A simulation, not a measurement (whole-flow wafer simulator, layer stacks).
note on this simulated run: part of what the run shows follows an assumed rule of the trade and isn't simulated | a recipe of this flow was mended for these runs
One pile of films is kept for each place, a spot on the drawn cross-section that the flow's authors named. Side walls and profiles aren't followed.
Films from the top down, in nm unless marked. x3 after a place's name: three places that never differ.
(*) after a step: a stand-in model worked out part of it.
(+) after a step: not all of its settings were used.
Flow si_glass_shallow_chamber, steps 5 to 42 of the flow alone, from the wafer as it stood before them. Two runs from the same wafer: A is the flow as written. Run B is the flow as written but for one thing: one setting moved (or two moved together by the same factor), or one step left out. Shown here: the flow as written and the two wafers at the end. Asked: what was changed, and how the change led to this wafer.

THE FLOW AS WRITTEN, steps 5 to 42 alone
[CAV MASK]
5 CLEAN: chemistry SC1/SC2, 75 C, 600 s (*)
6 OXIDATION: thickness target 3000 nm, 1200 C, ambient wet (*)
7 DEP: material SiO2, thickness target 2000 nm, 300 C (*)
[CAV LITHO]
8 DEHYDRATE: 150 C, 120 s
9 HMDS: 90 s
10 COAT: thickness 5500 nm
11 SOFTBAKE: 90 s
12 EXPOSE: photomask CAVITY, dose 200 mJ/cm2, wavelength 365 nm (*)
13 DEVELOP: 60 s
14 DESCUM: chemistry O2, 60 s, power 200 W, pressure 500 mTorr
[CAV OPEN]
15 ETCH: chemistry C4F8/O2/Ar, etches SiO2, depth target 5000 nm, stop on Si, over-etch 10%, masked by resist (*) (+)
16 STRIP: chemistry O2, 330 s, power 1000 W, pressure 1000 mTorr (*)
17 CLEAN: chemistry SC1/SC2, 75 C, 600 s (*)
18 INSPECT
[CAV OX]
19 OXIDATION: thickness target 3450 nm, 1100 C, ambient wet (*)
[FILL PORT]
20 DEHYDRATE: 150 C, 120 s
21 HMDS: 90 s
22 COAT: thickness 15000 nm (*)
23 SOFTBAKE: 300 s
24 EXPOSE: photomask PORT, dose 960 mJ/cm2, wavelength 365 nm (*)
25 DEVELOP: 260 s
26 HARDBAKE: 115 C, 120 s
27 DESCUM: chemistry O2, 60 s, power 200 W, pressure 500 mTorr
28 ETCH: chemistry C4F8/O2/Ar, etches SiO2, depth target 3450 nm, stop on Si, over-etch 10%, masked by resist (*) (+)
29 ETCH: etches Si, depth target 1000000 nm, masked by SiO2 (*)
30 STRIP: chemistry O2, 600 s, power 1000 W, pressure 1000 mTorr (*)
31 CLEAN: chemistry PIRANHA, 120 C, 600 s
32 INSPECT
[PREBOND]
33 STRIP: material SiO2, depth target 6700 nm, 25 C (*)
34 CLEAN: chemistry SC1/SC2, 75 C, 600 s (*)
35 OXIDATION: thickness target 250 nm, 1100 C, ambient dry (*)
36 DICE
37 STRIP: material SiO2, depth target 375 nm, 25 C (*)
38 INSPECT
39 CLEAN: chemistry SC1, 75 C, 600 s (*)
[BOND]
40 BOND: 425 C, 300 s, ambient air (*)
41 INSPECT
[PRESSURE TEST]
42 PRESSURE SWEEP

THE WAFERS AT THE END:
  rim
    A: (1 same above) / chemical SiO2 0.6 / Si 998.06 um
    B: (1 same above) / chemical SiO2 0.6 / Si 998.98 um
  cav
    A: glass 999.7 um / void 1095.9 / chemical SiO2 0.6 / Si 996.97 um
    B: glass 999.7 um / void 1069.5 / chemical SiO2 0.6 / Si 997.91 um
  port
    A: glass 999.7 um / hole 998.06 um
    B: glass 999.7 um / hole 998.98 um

The cause: step 6, OXIDATION: thickness target 3000 nm, 1200 C, ambient wet (*), was left out.

How the change led to this, step by step:
  7 DEP: material SiO2, thickness target 2000 nm, 300 C (*)
      rim, ramp, cav, port, septum, ring: A SiO2 +2000 | B SiO2 +2000 (new film)
  15 ETCH: chemistry C4F8/O2/Ar, etches SiO2, depth target 5000 nm, stop on Si, over-etch 10%, masked by resist (*) (+)
      cav, port: A SiO2 -5000 (all of it), Si -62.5 | B SiO2 -2000 (all of it), chemical SiO2 -0.6 (all of it), Si -437.4
      rim, ramp, septum, ring: A thick-i-line-resist -1100 | B thick-i-line-resist -440.1
  16 STRIP: chemistry O2, 330 s, power 1000 W, pressure 1000 mTorr (*)
      rim, ramp, septum, ring: A thick-i-line-resist -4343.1 (all of it) | B thick-i-line-resist -5002.9 (all of it)
  19 OXIDATION: thickness target 3450 nm, 1100 C, ambient wet (*)
      rim, ramp, septum, ring: A SiO2 +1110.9, Si -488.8 | B SiO2 +2023.6, chemical SiO2 -0.6 (all of it), Si -890.1
  22 COAT: thickness 15000 nm (*)
      rim: A thick-i-line-resist +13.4 um (new film) | B thick-i-line-resist +14.29 um (new film)
      ramp: A thick-i-line-resist +12.89 um (new film) | B thick-i-line-resist +14.06 um (new film)
      (and at 4 more places)
  23 SOFTBAKE: 300 s
      rim: A thick-i-line-resist -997 | B thick-i-line-resist -418.7
      ramp: A thick-i-line-resist -487.1 | B thick-i-line-resist -195.4
      (and at 4 more places)
  25 DEVELOP: 260 s
      port: A thick-i-line-resist -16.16 um (all of it) | B thick-i-line-resist -15.5 um (all of it)
  26 HARDBAKE: 115 C, 120 s
      rim, ramp: A thick-i-line-resist -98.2 | B thick-i-line-resist -116.4
      cav: A thick-i-line-resist -147.1 | B thick-i-line-resist -135.8
  29 ETCH: etches Si, depth target 1000000 nm, masked by SiO2 (*)
      rim, ramp: A thick-i-line-resist -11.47 um (all of it), SiO2 -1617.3 | B thick-i-line-resist -12.92 um (all of it), SiO2 -847
      port: A hole +997.05 um (new film), Si -997.05 um (all of it) | B hole +997.99 um (new film), Si -997.99 um (all of it)
      (and at 2 more places)
  30 STRIP: chemistry O2, 600 s, power 1000 W, pressure 1000 mTorr (*)
      cav: A thick-i-line-resist -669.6 (all of it) | B thick-i-line-resist -29.6 (all of it)
  33 STRIP: material SiO2, depth target 6700 nm, 25 C (*)
      rim, ramp: A SiO2 -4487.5 (all of it) | B SiO2 -3170.6 (all of it)
      septum: A SiO2 -5732.1 (all of it) | B SiO2 -3712.9 (all of it)
      (and at 1 more place)
  40 BOND: 425 C, 300 s, ambient air (*)
      cav: A glass +999.7 um (new film), void +1095.9 (new film) | B glass +999.7 um (new film), void +1069.5 (new film)
      port: A glass +999.7 um (new film), hole +1017.3 | B glass +999.7 um (new film), hole +990.8
